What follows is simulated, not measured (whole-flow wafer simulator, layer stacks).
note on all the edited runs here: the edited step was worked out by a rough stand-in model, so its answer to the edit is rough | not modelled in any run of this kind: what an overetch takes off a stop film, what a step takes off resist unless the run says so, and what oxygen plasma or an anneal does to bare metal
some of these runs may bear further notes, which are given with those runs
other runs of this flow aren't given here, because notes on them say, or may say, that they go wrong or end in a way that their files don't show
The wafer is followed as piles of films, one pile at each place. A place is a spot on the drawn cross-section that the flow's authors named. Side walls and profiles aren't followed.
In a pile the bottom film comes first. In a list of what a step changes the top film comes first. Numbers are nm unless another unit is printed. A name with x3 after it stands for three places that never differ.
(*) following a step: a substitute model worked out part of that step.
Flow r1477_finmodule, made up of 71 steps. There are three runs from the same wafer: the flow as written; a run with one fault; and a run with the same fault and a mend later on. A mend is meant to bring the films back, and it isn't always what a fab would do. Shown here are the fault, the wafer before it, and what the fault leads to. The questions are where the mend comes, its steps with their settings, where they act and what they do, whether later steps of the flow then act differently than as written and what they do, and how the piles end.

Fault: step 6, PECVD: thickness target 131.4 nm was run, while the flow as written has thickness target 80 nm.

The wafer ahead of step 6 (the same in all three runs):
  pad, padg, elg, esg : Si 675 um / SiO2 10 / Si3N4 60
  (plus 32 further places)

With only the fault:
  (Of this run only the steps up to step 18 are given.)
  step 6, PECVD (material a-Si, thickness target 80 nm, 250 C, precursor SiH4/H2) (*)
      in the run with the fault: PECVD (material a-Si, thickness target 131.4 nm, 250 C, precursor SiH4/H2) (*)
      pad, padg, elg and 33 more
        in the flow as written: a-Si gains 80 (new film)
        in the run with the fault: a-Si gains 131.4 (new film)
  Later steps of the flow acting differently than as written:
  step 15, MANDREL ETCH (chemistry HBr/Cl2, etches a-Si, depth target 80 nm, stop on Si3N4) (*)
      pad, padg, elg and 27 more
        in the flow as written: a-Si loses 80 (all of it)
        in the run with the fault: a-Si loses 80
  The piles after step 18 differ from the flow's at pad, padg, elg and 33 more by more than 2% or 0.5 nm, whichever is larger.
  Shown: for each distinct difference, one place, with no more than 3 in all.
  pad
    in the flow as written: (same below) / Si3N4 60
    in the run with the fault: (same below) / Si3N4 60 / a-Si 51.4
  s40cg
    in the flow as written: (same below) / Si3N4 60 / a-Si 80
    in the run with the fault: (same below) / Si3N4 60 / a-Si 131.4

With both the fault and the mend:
  The mend stands after step 7.
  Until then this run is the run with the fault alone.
  step 7a, ETCH (chemistry tmah, depth target 151.1 nm)
      pad, padg, elg and 33 more
        a-Si loses 131.4 (all of it)
  step 7b, PECVD (material a-Si, thickness target 80 nm, 250 C, precursor SiH4/H2) (*) (a further turn of the flow's step 6)
      pad, padg, elg and 33 more
        a-Si gains 80 (new film)
  Every later step of the flow that is run acts as written at every place that is followed.
  By the end, the piles equal the flow's at every place that both follow.
